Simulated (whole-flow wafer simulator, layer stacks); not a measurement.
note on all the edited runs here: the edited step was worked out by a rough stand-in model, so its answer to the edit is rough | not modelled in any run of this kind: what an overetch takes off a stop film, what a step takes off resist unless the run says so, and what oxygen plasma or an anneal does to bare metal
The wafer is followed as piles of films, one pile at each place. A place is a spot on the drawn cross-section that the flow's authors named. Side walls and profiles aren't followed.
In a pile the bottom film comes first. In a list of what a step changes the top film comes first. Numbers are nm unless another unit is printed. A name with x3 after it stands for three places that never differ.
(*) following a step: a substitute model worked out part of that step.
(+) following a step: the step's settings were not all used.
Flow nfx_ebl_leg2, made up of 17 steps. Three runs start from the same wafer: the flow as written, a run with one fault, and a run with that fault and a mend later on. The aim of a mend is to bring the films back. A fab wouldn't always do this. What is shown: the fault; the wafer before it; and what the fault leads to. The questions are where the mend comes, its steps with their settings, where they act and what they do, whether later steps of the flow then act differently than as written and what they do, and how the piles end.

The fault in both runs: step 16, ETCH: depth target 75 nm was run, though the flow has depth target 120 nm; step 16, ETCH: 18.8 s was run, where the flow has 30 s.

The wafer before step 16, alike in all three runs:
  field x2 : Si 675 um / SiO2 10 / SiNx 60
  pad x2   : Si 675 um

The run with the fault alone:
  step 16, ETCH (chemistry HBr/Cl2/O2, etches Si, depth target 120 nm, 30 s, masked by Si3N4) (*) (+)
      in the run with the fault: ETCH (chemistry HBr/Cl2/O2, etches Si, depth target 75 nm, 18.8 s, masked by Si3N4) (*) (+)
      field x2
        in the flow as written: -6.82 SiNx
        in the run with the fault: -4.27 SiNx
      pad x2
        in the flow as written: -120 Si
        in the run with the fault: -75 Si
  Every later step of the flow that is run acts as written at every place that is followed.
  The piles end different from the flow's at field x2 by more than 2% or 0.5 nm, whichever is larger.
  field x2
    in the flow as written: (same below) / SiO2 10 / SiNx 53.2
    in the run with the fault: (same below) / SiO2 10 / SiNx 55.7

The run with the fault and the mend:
  After step 17 comes the mend.
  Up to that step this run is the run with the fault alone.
  step 17a, ETCH (chemistry HBr/Cl2/O2, etches Si, depth target 45 nm, 11.25 s, masked by Si3N4) (*) (+) (the flow's step 16 again, with other settings)
      field x2
        -2.56 SiNx
      pad x2
        -45 Si
  Every later step of the flow that is run acts as written at every place that is followed.
  By the end, the piles equal the flow's at every place that both follow.
